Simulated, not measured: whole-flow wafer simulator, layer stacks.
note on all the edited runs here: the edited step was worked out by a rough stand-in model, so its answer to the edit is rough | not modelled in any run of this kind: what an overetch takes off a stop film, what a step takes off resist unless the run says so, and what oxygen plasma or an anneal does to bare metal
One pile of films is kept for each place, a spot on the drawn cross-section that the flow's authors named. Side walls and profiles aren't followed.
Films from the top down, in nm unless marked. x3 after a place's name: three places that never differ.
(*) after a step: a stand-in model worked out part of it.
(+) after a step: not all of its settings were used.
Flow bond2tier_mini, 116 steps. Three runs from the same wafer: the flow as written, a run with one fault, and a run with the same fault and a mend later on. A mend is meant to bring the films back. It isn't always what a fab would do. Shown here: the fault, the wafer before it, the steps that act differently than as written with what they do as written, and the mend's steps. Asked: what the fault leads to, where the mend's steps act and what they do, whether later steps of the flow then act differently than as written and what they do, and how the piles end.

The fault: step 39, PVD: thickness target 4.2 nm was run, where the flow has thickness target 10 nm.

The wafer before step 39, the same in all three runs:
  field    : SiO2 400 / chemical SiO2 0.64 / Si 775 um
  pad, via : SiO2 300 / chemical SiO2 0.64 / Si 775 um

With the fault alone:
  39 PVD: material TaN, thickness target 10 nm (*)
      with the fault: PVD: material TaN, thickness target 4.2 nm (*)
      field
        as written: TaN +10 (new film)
        with the fault: TaN +4.2 (new film)
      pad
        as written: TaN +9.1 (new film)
        with the fault: TaN +3.82 (new film)
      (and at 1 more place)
  Later steps of the flow that act differently than as written (2 more steps differ only slightly, by at most 2% or 0.5 nm, whichever is larger, and aren't shown):
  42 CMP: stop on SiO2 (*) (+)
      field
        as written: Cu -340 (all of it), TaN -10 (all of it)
        with the fault: Cu -340 (all of it), TaN -4.2 (all of it)
  At the end the piles differ from the flow's by more than 2% or 0.5 nm, whichever is larger, at pad.
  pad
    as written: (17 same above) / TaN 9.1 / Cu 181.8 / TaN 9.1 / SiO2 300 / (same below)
    with the fault: (17 same above) / TaN 9.1 / Cu 187.1 / TaN 3.82 / SiO2 300 / (same below)

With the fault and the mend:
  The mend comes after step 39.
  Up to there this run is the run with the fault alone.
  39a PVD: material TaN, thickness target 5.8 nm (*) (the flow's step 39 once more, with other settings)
      field
        TaN +5.8
      pad
        TaN +5.28
      via
        TaN +5.78
  No later step of the flow acts differently than as written at any place that is followed.
  At the end the piles are the same as the flow's at every place that both follow.
